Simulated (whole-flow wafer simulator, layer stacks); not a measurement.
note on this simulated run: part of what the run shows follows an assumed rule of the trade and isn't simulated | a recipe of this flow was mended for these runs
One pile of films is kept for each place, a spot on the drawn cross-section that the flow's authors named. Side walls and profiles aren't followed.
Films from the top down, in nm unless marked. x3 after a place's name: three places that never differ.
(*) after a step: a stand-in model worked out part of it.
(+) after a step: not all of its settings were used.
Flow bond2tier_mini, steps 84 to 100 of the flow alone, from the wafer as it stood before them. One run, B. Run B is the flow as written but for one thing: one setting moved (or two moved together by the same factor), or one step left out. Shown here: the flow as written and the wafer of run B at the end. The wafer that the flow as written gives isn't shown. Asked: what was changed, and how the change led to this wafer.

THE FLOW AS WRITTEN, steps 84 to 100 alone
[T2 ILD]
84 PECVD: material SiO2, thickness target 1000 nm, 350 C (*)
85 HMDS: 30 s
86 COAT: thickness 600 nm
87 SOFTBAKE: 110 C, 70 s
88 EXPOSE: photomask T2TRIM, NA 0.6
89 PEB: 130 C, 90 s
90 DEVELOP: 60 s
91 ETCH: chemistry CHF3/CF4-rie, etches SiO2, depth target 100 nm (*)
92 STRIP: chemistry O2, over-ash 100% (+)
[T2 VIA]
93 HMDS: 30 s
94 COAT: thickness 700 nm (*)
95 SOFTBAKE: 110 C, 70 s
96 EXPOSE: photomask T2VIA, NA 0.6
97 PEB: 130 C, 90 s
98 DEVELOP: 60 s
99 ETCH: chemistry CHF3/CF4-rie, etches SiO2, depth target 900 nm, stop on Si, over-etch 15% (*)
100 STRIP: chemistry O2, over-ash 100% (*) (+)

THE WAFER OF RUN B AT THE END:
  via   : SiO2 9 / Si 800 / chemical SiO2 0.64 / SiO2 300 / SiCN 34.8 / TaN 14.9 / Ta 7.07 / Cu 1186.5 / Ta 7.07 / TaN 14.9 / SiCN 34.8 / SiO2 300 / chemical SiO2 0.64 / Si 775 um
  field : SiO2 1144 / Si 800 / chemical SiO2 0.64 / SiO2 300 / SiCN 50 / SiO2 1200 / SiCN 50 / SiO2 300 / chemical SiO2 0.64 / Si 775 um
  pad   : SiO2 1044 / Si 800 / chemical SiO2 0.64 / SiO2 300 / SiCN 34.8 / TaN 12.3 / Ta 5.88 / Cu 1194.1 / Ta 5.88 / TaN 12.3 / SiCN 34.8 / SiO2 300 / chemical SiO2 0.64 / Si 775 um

The cause: step 84, PECVD: thickness target 1144 nm was run, where the flow has thickness target 1000 nm.
It can be read off the wafer: field has SiO2 1144, and step 84 as written asks for 1000 nm.

How the change led to this, step by step:
  84 PECVD: material SiO2, thickness target 1000 nm, 350 C (*)
      field, pad, via: SiO2 +1144 (new film) (as written it would be: SiO2 +1000 (new film))
  99 ETCH: chemistry CHF3/CF4-rie, etches SiO2, depth target 900 nm, stop on Si, over-etch 15% (*)
      via: SiO2 -1035 (as written it would be: SiO2 -900 (all of it), Si -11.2)
